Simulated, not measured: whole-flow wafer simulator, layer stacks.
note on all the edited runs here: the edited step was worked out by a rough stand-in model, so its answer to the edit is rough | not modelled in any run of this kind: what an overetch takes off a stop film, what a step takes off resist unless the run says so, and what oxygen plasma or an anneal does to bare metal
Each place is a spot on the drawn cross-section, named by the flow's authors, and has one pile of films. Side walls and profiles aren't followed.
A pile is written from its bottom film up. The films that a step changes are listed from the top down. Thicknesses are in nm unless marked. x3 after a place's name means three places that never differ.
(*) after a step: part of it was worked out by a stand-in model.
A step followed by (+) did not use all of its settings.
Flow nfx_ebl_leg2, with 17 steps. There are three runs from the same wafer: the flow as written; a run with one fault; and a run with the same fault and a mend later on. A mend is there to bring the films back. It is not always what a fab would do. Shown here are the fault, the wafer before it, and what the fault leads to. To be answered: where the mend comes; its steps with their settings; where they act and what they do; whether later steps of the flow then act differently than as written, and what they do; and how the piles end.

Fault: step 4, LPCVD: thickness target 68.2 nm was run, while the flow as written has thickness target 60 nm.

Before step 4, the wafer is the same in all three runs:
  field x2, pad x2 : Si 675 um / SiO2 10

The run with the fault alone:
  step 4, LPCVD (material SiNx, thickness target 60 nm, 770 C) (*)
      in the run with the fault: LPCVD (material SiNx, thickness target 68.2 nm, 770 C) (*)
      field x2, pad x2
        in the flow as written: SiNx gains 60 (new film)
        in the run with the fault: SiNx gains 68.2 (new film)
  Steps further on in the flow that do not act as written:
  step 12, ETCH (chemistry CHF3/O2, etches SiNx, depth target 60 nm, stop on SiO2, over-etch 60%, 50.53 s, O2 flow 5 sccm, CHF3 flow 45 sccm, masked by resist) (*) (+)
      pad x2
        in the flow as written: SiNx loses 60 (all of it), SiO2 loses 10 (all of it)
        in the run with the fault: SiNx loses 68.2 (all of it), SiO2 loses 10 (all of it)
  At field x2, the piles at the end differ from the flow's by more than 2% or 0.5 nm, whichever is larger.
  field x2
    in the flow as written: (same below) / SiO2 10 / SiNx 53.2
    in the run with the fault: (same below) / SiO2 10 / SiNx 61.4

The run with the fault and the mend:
  After step 5 comes the mend.
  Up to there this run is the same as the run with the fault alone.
  step 5a, ETCH (chemistry h3po4, depth target 8.2 nm)
      field x2, pad x2
        SiNx loses 8.2
  Every later step of the flow that is run acts as written at every place that is followed.
  At every place that both follow, the piles at the end match the flow's.
